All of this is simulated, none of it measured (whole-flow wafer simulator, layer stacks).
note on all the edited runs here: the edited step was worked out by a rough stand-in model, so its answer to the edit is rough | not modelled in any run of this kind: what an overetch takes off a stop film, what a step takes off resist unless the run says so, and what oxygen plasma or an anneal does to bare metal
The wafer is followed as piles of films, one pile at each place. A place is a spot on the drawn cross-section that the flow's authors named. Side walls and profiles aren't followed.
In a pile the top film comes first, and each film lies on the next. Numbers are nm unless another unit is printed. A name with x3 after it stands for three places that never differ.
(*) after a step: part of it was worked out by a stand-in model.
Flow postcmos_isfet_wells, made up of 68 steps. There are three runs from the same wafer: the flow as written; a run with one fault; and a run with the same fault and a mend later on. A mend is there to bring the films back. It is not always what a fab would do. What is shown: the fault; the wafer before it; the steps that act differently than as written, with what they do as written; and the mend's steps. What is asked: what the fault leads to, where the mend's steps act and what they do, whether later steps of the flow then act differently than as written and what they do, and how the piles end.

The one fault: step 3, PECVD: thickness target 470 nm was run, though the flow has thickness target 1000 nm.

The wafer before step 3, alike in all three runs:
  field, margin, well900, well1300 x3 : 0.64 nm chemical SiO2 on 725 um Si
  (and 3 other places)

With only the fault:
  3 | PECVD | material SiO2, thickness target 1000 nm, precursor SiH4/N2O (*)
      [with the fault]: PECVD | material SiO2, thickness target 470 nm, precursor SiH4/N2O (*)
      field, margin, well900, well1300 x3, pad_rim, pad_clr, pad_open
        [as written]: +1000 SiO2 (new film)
        [with the fault]: +470 SiO2 (new film)
  Later steps of the flow that are run all act as written at every place that is followed.
  The piles end different from the flow's at field, margin, well900, well1300 x3, pad_rim, pad_clr, pad_open by more than 2% or 0.5 nm, whichever is larger.
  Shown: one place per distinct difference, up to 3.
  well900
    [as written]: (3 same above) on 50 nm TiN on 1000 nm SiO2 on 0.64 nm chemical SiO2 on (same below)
    [with the fault]: (3 same above) on 50 nm TiN on 470 nm SiO2 on 0.64 nm chemical SiO2 on (same below)
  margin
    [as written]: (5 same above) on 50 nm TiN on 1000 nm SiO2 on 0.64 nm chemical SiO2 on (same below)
    [with the fault]: (5 same above) on 50 nm TiN on 470 nm SiO2 on 0.64 nm chemical SiO2 on (same below)
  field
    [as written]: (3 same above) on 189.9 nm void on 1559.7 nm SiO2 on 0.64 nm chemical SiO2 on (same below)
    [with the fault]: (3 same above) on 189.9 nm void on 1029.7 nm SiO2 on 0.64 nm chemical SiO2 on (same below)

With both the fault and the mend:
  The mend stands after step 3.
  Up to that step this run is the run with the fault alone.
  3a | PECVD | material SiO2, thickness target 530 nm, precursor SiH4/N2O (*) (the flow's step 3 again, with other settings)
      field, margin, well900, well1300 x3, pad_rim, pad_clr, pad_open
        +530 SiO2
  Later steps of the flow that are run all act as written at every place that is followed.
  At every place that both follow, the piles at the end match the flow's.
